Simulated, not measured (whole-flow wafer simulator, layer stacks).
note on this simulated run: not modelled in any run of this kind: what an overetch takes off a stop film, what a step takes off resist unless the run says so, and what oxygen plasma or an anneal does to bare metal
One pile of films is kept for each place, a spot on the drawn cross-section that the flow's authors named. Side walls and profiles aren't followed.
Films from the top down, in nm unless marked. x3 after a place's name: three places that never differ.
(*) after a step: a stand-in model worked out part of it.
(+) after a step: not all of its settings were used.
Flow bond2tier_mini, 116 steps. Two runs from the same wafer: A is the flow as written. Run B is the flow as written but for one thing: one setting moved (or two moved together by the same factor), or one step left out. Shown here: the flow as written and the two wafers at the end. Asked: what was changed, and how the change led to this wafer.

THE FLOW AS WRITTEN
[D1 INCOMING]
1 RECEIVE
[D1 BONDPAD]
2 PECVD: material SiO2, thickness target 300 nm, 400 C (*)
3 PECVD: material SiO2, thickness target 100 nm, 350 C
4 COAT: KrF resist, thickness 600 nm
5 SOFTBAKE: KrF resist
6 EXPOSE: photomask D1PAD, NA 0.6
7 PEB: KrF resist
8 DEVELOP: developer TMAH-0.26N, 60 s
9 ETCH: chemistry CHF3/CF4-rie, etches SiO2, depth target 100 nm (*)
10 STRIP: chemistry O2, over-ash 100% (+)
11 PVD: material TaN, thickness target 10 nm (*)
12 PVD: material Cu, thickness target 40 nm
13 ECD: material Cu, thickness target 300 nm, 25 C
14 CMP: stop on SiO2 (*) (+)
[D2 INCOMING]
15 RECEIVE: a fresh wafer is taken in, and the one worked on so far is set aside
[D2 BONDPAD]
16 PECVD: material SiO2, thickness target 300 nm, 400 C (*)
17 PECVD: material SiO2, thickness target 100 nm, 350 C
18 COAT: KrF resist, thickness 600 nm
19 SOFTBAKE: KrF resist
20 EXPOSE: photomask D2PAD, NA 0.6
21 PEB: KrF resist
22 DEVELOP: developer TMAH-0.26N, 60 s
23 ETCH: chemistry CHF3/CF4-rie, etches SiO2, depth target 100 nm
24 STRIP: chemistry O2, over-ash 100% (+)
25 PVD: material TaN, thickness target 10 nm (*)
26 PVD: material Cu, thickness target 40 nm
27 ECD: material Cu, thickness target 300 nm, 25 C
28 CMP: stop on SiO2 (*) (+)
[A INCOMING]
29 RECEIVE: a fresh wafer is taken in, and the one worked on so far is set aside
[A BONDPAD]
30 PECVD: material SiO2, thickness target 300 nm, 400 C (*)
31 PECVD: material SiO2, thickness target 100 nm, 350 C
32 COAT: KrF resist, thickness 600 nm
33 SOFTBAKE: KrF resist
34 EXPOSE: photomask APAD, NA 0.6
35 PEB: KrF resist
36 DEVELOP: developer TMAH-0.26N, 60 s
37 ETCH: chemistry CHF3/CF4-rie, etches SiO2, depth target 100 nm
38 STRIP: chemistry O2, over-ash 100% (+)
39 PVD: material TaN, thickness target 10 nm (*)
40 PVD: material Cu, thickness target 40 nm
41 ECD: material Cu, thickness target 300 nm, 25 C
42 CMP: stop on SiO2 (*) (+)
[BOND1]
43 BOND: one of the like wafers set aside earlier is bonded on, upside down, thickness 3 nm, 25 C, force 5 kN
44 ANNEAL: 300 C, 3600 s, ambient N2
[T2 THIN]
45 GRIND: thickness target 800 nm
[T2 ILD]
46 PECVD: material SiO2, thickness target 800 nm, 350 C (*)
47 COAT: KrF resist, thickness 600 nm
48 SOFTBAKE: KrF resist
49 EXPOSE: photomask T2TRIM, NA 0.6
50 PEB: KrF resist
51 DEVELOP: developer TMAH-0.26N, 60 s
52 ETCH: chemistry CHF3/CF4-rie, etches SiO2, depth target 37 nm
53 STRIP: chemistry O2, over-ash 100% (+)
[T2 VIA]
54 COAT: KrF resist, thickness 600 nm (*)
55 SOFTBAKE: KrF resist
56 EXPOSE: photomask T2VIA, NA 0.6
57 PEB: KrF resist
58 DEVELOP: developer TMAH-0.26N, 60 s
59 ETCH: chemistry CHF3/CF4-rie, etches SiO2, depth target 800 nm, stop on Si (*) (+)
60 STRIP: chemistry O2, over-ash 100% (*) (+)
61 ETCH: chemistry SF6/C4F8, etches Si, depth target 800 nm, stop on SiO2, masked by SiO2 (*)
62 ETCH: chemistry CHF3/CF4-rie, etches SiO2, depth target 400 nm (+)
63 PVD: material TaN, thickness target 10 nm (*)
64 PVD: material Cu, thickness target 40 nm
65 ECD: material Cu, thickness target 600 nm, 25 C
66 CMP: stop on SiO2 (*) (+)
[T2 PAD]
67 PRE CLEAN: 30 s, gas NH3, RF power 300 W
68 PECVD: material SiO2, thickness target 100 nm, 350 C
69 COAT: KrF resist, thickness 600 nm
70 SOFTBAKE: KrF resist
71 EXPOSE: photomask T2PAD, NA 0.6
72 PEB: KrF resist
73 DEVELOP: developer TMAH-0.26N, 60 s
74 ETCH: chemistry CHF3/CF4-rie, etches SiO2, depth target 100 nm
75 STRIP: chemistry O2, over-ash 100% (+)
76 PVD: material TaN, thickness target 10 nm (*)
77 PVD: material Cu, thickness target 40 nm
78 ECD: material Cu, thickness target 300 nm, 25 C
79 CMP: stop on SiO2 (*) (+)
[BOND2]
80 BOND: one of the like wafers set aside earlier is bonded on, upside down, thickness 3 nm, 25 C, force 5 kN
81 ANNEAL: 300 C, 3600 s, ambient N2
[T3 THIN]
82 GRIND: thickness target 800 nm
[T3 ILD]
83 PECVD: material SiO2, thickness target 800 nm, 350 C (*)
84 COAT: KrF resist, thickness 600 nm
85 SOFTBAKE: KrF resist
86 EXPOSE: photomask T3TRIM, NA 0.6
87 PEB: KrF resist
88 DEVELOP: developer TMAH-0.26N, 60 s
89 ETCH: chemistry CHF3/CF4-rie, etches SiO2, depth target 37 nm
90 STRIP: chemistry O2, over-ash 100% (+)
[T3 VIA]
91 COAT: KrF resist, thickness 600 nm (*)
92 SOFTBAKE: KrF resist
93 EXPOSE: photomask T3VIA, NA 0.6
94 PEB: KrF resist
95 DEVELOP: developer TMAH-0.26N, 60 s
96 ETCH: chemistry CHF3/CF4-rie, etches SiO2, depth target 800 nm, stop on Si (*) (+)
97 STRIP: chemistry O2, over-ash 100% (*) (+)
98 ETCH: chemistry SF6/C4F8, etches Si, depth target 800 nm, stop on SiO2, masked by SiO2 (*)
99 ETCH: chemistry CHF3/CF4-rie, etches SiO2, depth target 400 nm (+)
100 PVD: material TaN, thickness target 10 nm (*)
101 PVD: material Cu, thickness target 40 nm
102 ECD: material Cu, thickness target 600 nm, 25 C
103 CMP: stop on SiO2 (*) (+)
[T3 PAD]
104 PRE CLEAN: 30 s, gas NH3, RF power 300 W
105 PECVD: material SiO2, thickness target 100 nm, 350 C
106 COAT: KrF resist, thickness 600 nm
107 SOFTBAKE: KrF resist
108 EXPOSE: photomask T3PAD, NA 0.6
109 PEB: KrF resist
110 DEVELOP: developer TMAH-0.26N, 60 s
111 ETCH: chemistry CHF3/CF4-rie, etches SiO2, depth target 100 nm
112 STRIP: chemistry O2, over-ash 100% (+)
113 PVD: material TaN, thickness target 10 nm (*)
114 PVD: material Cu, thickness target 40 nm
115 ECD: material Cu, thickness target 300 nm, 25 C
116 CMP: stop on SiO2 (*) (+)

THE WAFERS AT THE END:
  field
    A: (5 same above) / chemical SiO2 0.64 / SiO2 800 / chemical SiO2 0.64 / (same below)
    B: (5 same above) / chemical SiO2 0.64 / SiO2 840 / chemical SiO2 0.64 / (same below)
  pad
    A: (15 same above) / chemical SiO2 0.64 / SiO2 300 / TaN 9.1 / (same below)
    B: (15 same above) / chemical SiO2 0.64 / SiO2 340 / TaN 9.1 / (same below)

The cause: step 3, PECVD: thickness target 140 nm was run, where the flow has thickness target 100 nm.

How the change led to this, step by step:
  3 PECVD: material SiO2, thickness target 100 nm, 350 C
      field, pad, via: A SiO2 +100 | B SiO2 +140
  43 BOND: one of the like wafers set aside earlier is bonded on, upside down, thickness 3 nm, 25 C, force 5 kN
      field: A Si +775 um (new film), chemical SiO2 +0.64 (new film), SiO2 +400 | B Si +775 um (new film), chemical SiO2 +0.64 (new film), SiO2 +440
      pad: A Si +775 um (new film), chemical SiO2 +0.64 (new film), SiO2 +300 (new film), TaN +9.1 (new film), Cu +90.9 | B Si +775 um (new film), chemical SiO2 +0.64 (new film), SiO2 +340 (new film), TaN +9.1 (new film), Cu +90.9
      (and at 1 more place)
